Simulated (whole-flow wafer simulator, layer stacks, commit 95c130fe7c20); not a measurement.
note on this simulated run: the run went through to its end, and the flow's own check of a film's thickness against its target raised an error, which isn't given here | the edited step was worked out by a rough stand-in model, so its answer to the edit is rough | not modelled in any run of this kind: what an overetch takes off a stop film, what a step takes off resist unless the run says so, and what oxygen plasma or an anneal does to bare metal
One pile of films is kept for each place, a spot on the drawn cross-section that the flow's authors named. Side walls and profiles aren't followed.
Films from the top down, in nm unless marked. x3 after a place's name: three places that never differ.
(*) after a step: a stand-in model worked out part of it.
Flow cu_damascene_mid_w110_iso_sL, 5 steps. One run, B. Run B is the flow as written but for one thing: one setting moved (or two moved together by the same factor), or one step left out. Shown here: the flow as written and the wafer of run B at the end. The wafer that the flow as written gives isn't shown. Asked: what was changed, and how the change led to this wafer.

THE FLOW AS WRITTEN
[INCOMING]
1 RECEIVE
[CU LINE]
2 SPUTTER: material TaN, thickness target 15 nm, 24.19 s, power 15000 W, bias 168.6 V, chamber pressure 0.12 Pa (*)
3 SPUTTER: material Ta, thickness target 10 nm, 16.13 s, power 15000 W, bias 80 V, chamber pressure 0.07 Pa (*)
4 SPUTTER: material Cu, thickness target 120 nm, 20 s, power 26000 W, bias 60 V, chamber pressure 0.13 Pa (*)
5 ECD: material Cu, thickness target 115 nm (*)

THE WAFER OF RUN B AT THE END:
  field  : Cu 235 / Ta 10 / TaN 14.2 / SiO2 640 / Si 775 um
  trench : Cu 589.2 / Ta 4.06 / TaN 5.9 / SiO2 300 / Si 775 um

The cause: step 2, SPUTTER: thickness target 14.2 nm was run, where the flow has thickness target 15 nm; step 2, SPUTTER: 22.98 s was run, where the flow has 24.19 s.
It can be read off the wafer: field has TaN 14.2, and step 2 as written asks for 15 nm.

How the change led to this, step by step:
  2 SPUTTER: material TaN, thickness target 15 nm, 24.19 s, power 15000 W, bias 168.6 V, chamber pressure 0.12 Pa (*)
      field: TaN +14.2 (new film) (as written it would be: TaN +15 (new film))
